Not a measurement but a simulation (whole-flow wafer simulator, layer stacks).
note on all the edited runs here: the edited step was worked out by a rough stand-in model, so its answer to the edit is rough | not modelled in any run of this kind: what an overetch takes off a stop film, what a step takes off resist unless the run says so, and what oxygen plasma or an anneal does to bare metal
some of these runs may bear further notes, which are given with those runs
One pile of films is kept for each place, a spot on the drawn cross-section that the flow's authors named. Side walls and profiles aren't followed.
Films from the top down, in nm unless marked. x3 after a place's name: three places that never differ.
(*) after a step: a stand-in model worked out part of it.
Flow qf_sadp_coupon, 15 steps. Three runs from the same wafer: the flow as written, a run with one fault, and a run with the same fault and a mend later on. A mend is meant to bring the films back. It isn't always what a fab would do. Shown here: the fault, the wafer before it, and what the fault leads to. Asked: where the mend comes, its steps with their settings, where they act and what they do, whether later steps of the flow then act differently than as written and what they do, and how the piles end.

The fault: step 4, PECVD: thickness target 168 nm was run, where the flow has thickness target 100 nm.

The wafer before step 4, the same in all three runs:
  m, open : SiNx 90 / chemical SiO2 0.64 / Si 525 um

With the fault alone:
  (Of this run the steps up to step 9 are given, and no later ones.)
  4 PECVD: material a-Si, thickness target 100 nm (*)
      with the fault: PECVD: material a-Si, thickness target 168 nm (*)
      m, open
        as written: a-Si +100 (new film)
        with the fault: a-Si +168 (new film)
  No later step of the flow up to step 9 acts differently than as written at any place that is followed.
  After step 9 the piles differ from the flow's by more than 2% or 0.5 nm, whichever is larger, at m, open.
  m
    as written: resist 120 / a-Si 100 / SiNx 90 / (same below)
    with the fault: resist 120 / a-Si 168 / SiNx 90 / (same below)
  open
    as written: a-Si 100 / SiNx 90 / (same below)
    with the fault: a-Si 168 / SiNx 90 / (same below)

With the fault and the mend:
  The mend comes after step 4.
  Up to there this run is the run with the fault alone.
  4a ETCH: chemistry tmah, depth target 193.2 nm
      m, open
        a-Si -168 (all of it)
  4b PECVD: material a-Si, thickness target 100 nm (*) (the flow's step 4 once more)
      m, open
        a-Si +100 (new film)
  No later step of the flow acts differently than as written at any place that is followed.
  At the end the piles are the same as the flow's at every place that both follow.
